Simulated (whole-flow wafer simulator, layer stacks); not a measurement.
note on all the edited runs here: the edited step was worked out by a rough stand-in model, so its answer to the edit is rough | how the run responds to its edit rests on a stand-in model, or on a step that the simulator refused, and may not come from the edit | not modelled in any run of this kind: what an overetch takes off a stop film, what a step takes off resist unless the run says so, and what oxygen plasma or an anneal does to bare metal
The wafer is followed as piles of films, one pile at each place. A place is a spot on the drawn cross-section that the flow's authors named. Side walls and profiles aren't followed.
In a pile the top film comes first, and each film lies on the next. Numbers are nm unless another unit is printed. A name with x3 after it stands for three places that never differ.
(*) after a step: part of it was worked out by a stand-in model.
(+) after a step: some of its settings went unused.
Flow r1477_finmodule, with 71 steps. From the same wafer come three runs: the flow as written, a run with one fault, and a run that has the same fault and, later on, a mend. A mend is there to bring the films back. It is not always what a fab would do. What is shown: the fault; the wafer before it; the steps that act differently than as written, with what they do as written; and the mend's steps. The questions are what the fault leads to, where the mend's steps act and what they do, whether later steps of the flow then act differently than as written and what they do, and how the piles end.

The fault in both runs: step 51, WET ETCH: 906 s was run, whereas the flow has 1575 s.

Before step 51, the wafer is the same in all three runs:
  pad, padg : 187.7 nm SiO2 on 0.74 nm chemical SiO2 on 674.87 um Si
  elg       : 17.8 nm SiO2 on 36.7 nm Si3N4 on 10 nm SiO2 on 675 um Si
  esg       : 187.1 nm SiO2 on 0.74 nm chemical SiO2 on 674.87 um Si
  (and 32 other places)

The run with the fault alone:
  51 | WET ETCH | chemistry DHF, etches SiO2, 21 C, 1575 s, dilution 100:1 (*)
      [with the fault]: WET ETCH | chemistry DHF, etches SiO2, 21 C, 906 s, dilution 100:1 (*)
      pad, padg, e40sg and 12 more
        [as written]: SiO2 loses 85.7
        [with the fault]: SiO2 loses 49.3
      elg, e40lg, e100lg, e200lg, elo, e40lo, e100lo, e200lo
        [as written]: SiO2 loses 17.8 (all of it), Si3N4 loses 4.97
        [with the fault]: SiO2 loses 17.8 (all of it), Si3N4 loses 2.24
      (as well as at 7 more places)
  Steps later in the flow that act otherwise than as written (not shown: 1 more step that differs only slightly, by at most 2% or 0.5 nm, whichever is larger):
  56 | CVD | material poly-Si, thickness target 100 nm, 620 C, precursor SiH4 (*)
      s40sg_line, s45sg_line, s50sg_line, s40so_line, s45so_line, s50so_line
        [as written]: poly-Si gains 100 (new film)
        [with the fault]: poly-Si gains 113.8 (new film)
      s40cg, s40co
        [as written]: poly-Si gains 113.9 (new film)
        [with the fault]: poly-Si gains 100 (new film)
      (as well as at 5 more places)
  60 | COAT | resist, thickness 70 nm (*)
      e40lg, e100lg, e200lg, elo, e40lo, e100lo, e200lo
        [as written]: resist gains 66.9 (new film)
        [with the fault]: resist gains 68.6 (new film)
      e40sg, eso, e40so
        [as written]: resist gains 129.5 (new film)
        [with the fault]: resist gains 97.5 (new film)
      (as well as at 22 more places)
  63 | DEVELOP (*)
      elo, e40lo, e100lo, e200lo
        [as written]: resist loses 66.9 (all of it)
        [with the fault]: resist loses 68.6 (all of it)
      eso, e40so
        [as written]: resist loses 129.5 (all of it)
        [with the fault]: resist loses 97.5 (all of it)
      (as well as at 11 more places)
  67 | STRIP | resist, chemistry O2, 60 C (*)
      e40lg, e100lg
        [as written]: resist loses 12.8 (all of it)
        [with the fault]: resist loses 14.4 (all of it)
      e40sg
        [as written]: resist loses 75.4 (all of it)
        [with the fault]: resist loses 43.4 (all of it)
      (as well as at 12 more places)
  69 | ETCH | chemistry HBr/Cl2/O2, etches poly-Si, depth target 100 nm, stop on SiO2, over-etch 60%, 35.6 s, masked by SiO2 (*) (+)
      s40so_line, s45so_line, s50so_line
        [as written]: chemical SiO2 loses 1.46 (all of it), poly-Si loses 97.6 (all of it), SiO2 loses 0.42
        [with the fault]: chemical SiO2 loses 1.27 (all of it), poly-Si loses 111.5 (all of it), SiO2 loses 0.24
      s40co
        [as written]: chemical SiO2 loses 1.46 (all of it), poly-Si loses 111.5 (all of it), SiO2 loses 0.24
        [with the fault]: chemical SiO2 loses 1.27 (all of it), poly-Si loses 97.6 (all of it), SiO2 loses 0.42
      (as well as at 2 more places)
  By the end, the piles at pad, padg, elg and 30 more depart from the flow's by more than 2% or 0.5 nm, whichever is larger.
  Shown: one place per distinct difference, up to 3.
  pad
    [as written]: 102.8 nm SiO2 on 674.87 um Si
    [with the fault]: 139.1 nm SiO2 on 674.87 um Si
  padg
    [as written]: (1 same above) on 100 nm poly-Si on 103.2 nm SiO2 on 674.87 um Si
    [with the fault]: (1 same above) on 100 nm poly-Si on 139.6 nm SiO2 on 674.87 um Si
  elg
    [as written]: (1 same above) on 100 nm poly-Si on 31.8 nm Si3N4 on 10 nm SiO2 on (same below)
    [with the fault]: (1 same above) on 100 nm poly-Si on 34.5 nm Si3N4 on 10 nm SiO2 on (same below)

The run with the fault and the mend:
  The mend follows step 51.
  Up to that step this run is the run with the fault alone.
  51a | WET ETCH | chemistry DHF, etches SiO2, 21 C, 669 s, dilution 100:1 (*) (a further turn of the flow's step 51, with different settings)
      pad, padg, e40sg and 12 more
        SiO2 loses 36.4
      elg, e40lg, e100lg, e200lg, elo, e40lo, e100lo, e200lo
        Si3N4 loses 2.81
      esg, s40cg, s45cg, s50cg, s40co, s45co, s50co
        SiO2 loses 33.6
  Later steps of the flow that are run all act as written at every place that is followed, up to a difference of at most 2% or 0.5 nm, whichever is larger.
  The piles end only slightly different from the flow's at the places that both follow, by no more than 2% or 0.5 nm, whichever is larger.
